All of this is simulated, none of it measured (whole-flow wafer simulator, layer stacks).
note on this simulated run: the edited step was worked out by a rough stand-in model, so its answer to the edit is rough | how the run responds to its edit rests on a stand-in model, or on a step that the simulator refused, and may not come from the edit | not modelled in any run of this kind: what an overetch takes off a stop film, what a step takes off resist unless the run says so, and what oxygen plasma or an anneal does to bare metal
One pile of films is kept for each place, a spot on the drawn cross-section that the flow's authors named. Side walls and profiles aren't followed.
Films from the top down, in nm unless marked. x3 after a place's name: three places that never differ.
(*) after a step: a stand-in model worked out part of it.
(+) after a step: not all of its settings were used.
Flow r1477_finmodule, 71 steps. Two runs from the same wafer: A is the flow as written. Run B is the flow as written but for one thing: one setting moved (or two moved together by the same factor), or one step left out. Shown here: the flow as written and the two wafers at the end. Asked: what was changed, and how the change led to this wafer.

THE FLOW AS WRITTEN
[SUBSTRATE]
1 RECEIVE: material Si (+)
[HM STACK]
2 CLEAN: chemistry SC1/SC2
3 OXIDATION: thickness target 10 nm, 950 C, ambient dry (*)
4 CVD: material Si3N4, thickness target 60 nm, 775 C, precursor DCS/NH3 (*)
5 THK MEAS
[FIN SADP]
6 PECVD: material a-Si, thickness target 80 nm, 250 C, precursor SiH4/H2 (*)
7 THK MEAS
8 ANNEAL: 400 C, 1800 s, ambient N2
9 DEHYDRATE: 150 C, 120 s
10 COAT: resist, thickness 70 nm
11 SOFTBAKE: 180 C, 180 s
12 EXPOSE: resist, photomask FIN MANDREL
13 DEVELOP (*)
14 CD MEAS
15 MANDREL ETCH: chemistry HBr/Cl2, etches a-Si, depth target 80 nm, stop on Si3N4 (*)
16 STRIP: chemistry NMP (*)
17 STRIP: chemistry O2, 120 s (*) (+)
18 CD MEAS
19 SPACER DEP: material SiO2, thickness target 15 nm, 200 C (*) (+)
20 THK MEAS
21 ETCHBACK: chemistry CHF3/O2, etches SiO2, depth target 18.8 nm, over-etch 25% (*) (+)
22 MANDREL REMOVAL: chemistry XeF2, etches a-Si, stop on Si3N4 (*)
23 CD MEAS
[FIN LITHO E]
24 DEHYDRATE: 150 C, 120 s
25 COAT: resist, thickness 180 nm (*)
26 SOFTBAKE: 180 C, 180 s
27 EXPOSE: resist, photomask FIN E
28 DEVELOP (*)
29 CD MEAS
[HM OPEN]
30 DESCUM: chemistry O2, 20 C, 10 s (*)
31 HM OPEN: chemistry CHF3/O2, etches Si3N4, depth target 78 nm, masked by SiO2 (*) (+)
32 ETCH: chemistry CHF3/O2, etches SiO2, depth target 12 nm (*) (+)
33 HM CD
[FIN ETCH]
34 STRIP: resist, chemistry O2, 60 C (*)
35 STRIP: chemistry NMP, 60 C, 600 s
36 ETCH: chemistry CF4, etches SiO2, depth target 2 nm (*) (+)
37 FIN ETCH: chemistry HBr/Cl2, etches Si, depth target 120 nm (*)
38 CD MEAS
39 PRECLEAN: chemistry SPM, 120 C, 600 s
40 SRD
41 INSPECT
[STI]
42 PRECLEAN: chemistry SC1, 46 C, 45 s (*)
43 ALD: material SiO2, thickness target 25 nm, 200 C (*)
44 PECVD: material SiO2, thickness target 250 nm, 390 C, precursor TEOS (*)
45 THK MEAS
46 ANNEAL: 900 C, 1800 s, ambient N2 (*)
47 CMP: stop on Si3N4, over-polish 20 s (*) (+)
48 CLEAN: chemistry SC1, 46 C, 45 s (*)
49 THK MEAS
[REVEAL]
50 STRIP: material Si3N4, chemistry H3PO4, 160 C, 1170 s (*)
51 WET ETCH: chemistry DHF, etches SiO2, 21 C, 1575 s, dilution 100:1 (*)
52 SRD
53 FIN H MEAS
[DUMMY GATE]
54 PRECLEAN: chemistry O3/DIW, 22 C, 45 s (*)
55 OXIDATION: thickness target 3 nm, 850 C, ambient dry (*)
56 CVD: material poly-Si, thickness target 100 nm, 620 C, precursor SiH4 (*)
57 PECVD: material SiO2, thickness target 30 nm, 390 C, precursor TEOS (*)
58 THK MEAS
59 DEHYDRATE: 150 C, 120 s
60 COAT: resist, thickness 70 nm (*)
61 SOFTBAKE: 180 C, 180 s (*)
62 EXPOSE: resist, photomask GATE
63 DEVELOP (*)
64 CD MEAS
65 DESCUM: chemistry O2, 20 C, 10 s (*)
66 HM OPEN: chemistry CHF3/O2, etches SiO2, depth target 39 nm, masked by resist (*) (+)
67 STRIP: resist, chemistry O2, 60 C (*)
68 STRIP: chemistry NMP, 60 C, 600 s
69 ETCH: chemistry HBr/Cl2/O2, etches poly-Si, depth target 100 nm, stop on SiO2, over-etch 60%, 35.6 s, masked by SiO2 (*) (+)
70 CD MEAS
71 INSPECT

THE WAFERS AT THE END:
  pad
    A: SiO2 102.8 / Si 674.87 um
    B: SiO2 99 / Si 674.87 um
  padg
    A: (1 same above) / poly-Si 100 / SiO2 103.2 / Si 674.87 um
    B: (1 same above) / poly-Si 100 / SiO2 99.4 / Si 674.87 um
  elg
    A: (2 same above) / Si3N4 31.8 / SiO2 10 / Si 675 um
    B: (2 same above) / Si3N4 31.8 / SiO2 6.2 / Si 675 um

The cause: step 3, OXIDATION: thickness target 6.2 nm was run, where the flow has thickness target 10 nm.
It can be read off the wafer: elg has SiO2 6.2, and step 3 as written asks for 10 nm.

How the change led to this, step by step:
  3 OXIDATION: thickness target 10 nm, 950 C, ambient dry (*)
      pad, padg, elg and 33 more: A SiO2 +10 (new film), chemical SiO2 -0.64 (all of it), Si -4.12 | B SiO2 +6.2 (new film), chemical SiO2 -0.64 (all of it), Si -2.44
  31 HM OPEN: chemistry CHF3/O2, etches Si3N4, depth target 78 nm, masked by SiO2 (*) (+)
      s40cg, s45cg, s50cg, s40co, s45co, s50co: A Si3N4 -60 (all of it), SiO2 -9 | B Si3N4 -60 (all of it), SiO2 -6.2 (all of it)
      pad, padg, esg and 13 more: A Si3N4 -56.4 (all of it), SiO2 -10 (all of it) | B Si3N4 -56.4 (all of it), SiO2 -6.2 (all of it)
  32 ETCH: chemistry CHF3/O2, etches SiO2, depth target 12 nm (*) (+)
      s40cg, s40co: A SiO2 -1 (all of it), Si -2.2 | B Si -2.09
      s45cg, s45co: A SiO2 -1 (all of it), Si -2.2 | B Si -2.12
      (and at 2 more places)
  47 CMP: stop on Si3N4, over-polish 20 s (*) (+)
      pad, padg, e40sg and 11 more: A SiO2 -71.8 | B SiO2 -75.6
      eso: A SiO2 -72.4 | B SiO2 -76.2
  51 WET ETCH: chemistry DHF, etches SiO2, 21 C, 1575 s, dilution 100:1 (*)
      s40sg_line, s45sg_line, s50sg_line, s40so_line, s45so_line, s50so_line: A SiO2 -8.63 (all of it) | B SiO2 -4.83 (all of it)
  56 CVD: material poly-Si, thickness target 100 nm, 620 C, precursor SiH4 (*)
      s40cg, s40co: A poly-Si +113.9 (new film) | B poly-Si +117.7 (new film)
      s45cg, s45co: A poly-Si +113.4 (new film) | B poly-Si +117.2 (new film)
      (and at 2 more places)
  60 COAT: resist, thickness 70 nm (*)
      s40sg, s40so: A resist +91 (new film) | B resist +94.7 (new film)
      s45sg, s45so: A resist +91 (new film) | B resist +94.6 (new film)
      (and at 2 more places)
  63 DEVELOP (*)
      s40so: A resist -91 (all of it) | B resist -94.7 (all of it)
      s45so: A resist -91 (all of it) | B resist -94.6 (all of it)
      (and at 1 more place)
  67 STRIP: resist, chemistry O2, 60 C (*)
      s40sg: A resist -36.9 (all of it) | B resist -40.6 (all of it)
      s45sg: A resist -36.9 (all of it) | B resist -40.5 (all of it)
      (and at 1 more place)
  69 ETCH: chemistry HBr/Cl2/O2, etches poly-Si, depth target 100 nm, stop on SiO2, over-etch 60%, 35.6 s, masked by SiO2 (*) (+)
      s40co: A chemical SiO2 -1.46 (all of it), poly-Si -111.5 (all of it), SiO2 -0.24 | B chemical SiO2 -1.46 (all of it), poly-Si -115.3 (all of it), SiO2 -0.22
      s45co: A chemical SiO2 -1.46 (all of it), poly-Si -110.9 (all of it), SiO2 -0.25 | B chemical SiO2 -1.46 (all of it), poly-Si -114.7 (all of it), SiO2 -0.23
      (and at 1 more place)
